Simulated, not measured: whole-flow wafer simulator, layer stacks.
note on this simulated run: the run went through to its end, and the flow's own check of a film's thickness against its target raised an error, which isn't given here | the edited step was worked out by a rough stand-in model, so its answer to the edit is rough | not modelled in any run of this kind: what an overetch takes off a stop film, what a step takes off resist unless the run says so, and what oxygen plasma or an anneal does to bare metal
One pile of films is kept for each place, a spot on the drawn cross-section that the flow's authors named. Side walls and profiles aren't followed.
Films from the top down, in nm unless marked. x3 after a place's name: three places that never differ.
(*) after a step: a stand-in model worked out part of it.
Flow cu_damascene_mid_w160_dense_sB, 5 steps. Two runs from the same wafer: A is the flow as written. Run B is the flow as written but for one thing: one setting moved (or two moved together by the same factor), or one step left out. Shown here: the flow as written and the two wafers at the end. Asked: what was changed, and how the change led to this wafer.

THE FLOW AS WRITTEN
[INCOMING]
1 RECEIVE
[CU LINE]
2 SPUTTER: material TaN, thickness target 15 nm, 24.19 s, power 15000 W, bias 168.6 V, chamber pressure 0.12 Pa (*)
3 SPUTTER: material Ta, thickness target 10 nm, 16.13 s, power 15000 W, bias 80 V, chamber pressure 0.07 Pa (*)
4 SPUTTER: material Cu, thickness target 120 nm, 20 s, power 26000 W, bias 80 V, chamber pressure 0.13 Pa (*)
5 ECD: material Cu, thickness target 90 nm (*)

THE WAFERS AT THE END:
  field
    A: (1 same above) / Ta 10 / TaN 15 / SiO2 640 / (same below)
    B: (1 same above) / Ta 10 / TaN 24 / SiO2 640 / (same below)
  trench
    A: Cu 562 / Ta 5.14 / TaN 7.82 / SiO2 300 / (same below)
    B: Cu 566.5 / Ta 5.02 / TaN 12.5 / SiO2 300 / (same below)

The cause: step 2, SPUTTER: 38.7 s was run, where the flow has 24.19 s.

How the change led to this, step by step:
  2 SPUTTER: material TaN, thickness target 15 nm, 24.19 s, power 15000 W, bias 168.6 V, chamber pressure 0.12 Pa (*)
      field: A TaN +15 (new film) | B TaN +24 (new film)
      trench: A TaN +7.82 (new film) | B TaN +12.5 (new film)
